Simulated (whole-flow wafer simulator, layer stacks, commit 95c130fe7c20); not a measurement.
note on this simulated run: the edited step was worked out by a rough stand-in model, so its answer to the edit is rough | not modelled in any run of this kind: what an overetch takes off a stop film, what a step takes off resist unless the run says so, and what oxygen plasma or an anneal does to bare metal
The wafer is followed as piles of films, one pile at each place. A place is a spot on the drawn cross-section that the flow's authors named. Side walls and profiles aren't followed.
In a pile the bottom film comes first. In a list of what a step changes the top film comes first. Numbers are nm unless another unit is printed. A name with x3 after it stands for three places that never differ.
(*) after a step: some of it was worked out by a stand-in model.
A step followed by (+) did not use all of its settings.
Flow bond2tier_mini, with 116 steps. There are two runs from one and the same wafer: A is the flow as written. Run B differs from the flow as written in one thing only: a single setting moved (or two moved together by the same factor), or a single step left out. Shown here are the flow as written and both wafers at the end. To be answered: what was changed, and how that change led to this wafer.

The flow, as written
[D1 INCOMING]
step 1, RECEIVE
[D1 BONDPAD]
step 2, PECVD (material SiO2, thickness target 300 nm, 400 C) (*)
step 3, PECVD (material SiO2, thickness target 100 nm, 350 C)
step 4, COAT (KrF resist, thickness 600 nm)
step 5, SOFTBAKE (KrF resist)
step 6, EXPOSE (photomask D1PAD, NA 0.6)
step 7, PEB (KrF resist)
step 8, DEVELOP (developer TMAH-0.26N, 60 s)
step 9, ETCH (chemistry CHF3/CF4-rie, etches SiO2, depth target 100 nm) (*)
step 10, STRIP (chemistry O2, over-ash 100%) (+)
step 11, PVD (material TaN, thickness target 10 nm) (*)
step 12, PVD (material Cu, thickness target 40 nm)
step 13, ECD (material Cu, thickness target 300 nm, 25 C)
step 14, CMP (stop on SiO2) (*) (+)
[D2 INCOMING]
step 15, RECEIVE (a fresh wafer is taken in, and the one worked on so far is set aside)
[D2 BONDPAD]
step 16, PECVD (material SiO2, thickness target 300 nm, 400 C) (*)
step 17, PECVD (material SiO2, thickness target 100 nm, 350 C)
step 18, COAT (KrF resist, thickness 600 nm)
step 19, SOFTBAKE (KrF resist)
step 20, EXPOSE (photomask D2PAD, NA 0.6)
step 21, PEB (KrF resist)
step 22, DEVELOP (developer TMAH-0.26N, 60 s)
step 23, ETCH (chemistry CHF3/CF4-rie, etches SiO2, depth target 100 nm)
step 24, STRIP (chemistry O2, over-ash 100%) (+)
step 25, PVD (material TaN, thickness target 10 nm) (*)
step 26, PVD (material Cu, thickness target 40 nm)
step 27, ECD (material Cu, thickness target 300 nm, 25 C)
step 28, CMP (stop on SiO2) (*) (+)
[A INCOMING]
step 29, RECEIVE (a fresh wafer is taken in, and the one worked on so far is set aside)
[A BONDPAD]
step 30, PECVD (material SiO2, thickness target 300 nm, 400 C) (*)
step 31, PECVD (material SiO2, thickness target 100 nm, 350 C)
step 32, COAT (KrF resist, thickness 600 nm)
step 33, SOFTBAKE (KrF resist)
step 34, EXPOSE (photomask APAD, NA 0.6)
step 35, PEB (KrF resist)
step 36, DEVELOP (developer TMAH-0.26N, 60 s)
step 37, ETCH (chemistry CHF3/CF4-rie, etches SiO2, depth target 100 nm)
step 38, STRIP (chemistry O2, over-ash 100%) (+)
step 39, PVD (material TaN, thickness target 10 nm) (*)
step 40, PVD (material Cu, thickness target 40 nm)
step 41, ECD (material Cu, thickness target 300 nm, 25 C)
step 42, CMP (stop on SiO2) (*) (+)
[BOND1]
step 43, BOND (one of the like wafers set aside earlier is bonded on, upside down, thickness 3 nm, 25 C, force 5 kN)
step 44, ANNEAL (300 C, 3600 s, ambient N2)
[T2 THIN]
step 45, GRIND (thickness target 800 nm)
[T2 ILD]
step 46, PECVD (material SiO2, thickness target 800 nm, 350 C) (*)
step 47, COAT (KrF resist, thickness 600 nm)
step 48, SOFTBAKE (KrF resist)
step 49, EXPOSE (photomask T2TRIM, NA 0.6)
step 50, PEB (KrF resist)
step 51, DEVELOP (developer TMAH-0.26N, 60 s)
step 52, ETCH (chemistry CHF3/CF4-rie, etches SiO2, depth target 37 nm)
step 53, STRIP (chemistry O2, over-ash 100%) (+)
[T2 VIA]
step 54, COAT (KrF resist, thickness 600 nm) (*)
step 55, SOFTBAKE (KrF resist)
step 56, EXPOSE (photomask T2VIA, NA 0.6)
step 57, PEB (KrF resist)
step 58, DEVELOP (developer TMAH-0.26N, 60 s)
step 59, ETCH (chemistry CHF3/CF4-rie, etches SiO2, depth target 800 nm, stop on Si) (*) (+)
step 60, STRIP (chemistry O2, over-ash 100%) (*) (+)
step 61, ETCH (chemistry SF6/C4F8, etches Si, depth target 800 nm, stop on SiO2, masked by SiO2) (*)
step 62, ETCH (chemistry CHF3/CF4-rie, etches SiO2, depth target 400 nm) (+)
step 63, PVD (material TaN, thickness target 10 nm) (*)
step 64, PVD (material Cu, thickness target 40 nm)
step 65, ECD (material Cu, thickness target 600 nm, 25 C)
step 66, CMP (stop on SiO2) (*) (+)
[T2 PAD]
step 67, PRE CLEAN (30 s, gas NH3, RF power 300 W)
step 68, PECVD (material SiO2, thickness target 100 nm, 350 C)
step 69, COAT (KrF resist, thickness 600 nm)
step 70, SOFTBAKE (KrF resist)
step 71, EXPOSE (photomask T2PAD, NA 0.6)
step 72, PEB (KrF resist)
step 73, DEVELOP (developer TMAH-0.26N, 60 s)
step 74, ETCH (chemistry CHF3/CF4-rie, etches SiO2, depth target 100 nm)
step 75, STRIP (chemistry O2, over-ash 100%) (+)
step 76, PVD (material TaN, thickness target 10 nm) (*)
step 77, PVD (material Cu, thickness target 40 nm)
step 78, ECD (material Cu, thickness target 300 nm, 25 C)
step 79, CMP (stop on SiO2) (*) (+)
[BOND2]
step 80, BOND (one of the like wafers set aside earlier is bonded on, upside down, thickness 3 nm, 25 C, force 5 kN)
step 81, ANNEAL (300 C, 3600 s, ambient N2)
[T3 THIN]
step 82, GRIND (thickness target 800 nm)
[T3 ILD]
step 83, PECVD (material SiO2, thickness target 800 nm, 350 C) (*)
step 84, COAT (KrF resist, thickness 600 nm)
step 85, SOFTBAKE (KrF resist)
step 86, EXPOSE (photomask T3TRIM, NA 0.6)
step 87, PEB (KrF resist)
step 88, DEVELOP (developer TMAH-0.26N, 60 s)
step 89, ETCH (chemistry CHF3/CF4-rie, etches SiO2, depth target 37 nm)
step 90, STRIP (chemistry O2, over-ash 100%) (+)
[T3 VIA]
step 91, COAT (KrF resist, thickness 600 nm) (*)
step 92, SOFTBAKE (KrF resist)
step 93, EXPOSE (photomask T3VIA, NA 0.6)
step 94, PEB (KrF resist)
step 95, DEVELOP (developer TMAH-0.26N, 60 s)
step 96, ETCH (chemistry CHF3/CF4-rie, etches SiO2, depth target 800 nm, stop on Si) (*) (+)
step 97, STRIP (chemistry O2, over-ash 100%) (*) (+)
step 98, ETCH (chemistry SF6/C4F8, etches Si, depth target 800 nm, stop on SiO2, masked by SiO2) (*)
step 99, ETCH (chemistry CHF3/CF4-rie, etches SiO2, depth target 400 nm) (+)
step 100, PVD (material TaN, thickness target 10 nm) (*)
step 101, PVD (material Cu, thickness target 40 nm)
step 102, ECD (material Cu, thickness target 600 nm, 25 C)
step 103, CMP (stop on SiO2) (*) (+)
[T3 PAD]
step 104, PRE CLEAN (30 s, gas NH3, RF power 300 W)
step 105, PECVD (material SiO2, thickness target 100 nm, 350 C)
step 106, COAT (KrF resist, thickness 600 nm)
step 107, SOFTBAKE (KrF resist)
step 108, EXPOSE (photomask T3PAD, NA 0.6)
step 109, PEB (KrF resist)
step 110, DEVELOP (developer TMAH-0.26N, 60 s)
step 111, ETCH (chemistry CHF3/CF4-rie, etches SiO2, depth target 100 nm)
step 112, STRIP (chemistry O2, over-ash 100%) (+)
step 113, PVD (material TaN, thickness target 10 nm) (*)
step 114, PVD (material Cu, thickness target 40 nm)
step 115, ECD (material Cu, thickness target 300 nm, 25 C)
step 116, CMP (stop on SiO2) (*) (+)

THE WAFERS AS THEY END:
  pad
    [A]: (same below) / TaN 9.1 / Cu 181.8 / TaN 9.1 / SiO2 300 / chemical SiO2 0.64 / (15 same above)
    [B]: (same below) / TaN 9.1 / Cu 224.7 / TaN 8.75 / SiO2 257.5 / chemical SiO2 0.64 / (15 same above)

Cause: step 9, ETCH: depth target 142.5 nm was run, though the flow has depth target 100 nm.

Step by step, how the change led to this:
  step 9, ETCH (chemistry CHF3/CF4-rie, etches SiO2, depth target 100 nm) (*)
      pad, via: A -100 SiO2 | B -142.5 SiO2
      field: A -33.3 KrF resist | B -47.5 KrF resist
  step 10, STRIP (chemistry O2, over-ash 100%) (+)
      field: A -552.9 KrF resist (all of it) | B -538.8 KrF resist (all of it)
  step 12, PVD (material Cu, thickness target 40 nm)
      pad: A +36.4 Cu (new film) | B +35 Cu (new film)
  step 13, ECD (material Cu, thickness target 300 nm, 25 C)
      pad: A +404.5 Cu | B +448.8 Cu
      via: A +400.2 Cu | B +443 Cu
  step 43, BOND (one of the like wafers set aside earlier is bonded on, upside down, thickness 3 nm, 25 C, force 5 kN)
      pad: A +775 um Si (new film), +0.64 chemical SiO2 (new film), +300 SiO2 (new film), +9.1 TaN (new film), +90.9 Cu | B +775 um Si (new film), +0.64 chemical SiO2 (new film), +257.5 SiO2 (new film), +8.75 TaN (new film), +133.8 Cu
      via: A +775 um Si (new film), +0.64 chemical SiO2 (new film), +300 SiO2 (new film), +9.97 TaN (new film), +90 Cu | B +775 um Si (new film), +0.64 chemical SiO2 (new film), +257.5 SiO2 (new film), +9.92 TaN (new film), +132.6 Cu
